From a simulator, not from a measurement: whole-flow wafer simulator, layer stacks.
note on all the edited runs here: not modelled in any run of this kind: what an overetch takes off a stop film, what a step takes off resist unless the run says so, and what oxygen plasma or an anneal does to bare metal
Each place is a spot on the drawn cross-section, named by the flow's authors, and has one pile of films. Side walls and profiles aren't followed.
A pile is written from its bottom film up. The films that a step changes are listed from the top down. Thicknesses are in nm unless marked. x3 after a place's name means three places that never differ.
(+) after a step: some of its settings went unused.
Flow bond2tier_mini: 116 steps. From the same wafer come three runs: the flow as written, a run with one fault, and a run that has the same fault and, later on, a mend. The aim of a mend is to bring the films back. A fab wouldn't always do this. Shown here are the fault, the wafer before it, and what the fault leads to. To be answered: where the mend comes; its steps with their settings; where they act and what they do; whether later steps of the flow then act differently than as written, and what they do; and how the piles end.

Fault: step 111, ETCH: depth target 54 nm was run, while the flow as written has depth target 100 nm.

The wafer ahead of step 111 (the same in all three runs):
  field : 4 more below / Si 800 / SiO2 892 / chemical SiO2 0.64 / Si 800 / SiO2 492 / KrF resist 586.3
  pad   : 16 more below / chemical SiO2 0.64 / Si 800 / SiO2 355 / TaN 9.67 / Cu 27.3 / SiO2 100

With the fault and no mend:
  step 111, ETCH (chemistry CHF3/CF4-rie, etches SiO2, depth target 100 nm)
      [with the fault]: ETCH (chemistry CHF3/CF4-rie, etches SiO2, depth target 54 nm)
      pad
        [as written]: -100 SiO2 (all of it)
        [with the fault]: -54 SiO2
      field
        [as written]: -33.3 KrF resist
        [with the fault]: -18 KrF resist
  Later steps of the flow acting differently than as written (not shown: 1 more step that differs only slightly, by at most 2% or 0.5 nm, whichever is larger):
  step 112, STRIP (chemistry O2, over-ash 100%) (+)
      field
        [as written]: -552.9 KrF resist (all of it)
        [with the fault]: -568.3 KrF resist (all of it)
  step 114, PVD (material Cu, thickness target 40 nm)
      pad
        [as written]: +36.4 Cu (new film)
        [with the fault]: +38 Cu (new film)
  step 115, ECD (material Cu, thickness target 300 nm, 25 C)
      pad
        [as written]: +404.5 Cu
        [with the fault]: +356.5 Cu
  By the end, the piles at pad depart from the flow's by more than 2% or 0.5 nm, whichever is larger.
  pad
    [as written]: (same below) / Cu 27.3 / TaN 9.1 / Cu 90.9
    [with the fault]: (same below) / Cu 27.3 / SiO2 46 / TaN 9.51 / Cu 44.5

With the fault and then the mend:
  After step 111 comes the mend.
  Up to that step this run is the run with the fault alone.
  step 111a, ETCH (chemistry CHF3/CF4-rie, etches SiO2, depth target 46 nm) (the flow's step 111, run once more with other settings)
      field
        -15.3 KrF resist
      pad
        -46 SiO2 (all of it)
  Later steps of the flow that are run all act as written at every place that is followed.
  At every place that both follow, the piles at the end match the flow's.
